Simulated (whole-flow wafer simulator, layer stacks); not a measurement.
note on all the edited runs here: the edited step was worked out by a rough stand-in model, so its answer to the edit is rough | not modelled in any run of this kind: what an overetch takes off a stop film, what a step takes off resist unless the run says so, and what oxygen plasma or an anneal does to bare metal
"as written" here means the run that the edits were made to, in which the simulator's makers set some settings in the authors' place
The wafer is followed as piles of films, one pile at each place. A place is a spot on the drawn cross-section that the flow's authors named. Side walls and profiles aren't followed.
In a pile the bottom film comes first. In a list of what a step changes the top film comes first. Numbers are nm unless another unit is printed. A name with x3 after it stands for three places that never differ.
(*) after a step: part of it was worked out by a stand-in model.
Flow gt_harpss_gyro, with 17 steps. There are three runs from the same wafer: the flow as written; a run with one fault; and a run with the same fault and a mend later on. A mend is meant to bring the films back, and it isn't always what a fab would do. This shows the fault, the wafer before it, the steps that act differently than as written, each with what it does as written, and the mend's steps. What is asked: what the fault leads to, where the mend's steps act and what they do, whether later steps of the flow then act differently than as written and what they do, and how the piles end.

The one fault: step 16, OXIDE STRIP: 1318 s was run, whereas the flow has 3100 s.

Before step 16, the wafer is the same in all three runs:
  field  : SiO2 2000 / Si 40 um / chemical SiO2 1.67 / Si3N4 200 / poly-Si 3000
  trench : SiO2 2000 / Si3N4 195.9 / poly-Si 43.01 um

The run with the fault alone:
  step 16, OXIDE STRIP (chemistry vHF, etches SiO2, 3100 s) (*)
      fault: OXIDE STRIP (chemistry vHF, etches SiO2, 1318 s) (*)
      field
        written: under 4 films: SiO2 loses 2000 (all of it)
        fault: under 4 films: SiO2 loses 1021.1
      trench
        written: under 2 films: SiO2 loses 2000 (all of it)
        fault: under 2 films: SiO2 loses 1021.1
  Later steps of the flow that are run all act as written at every place that is followed.
  At field, trench, the piles at the end differ from the flow's by more than 2% or 0.5 nm, whichever is larger.
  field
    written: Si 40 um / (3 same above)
    fault: SiO2 978.9 / Si 40 um / (3 same above)
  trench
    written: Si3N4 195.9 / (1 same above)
    fault: SiO2 978.9 / Si3N4 195.9 / (1 same above)

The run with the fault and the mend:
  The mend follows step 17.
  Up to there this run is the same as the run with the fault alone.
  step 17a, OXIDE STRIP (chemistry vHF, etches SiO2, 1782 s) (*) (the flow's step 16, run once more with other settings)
      field
        under 4 films: SiO2 loses 978.9 (all of it)
      trench
        under 2 films: SiO2 loses 978.9 (all of it)
  Later steps of the flow that are run all act as written at every place that is followed.
  By the end, the piles equal the flow's at every place that both follow.
